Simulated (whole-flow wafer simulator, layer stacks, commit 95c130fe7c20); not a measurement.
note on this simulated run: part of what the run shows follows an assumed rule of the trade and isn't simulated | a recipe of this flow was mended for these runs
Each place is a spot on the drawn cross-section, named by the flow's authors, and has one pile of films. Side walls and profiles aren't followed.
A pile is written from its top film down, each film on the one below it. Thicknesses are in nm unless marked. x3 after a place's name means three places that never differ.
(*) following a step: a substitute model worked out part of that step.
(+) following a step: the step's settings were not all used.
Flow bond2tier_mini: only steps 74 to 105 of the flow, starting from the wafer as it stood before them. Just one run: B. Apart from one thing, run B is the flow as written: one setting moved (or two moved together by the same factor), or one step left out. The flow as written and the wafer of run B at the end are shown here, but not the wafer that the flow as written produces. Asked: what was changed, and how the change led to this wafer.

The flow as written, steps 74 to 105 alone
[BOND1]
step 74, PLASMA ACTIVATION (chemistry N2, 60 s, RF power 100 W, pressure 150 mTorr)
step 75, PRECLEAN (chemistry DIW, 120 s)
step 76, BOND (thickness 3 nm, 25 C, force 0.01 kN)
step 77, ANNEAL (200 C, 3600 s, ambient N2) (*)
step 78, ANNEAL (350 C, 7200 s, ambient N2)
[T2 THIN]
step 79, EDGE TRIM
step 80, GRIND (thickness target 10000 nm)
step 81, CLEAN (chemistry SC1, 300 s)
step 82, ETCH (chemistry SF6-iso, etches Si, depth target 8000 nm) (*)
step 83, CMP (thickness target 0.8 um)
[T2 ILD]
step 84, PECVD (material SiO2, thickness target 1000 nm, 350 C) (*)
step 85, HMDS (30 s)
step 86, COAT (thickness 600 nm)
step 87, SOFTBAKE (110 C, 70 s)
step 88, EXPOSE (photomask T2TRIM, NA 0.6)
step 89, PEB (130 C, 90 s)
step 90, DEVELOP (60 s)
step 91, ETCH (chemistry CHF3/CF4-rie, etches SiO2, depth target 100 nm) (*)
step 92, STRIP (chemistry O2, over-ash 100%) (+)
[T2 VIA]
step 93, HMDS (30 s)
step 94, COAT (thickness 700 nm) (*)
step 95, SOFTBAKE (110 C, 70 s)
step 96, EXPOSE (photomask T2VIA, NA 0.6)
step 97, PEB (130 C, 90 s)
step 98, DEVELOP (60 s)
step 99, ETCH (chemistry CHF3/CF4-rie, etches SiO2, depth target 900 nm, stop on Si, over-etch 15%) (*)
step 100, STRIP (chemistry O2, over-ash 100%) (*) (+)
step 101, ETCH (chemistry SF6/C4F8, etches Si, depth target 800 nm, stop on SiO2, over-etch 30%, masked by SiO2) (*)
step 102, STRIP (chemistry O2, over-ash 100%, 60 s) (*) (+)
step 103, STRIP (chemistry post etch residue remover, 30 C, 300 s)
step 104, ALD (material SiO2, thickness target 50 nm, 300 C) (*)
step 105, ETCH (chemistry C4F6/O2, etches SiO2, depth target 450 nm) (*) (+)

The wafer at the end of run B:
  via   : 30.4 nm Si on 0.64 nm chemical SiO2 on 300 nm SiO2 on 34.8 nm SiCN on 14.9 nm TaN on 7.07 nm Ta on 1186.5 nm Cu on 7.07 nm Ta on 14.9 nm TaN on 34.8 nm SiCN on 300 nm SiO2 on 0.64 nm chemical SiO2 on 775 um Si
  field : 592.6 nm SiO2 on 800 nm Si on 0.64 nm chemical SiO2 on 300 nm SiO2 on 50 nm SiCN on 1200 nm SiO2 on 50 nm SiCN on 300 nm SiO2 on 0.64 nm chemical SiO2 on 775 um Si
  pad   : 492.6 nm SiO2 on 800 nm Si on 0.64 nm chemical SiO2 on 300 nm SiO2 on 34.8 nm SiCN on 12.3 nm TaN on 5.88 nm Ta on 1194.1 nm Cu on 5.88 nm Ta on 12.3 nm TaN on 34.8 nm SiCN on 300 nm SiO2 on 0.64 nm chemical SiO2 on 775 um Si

Cause: step 101, ETCH: depth target 568 nm was run, though the flow has depth target 800 nm.

The path from the change to this, step by step:
  step 101, ETCH (chemistry SF6/C4F8, etches Si, depth target 800 nm, stop on SiO2, over-etch 30%, masked by SiO2) (*)
      via: Si loses 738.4 (it would be, as written: Si loses 788.8 (all of it), chemical SiO2 loses 0.64 (all of it), SiO2 loses 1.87)
      field, pad: SiO2 loses 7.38 (it would be, as written: SiO2 loses 10.3)
  step 104, ALD (material SiO2, thickness target 50 nm, 300 C) (*)
      via: SiO2 gains 50 (new film) (it would be, as written: SiO2 gains 50)
  step 105, ETCH (chemistry C4F6/O2, etches SiO2, depth target 450 nm) (*) (+)
      via: SiO2 loses 50 (all of it), Si loses 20 (it would be, as written: SiO2 loses 348.1 (all of it), SiCN loses 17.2)
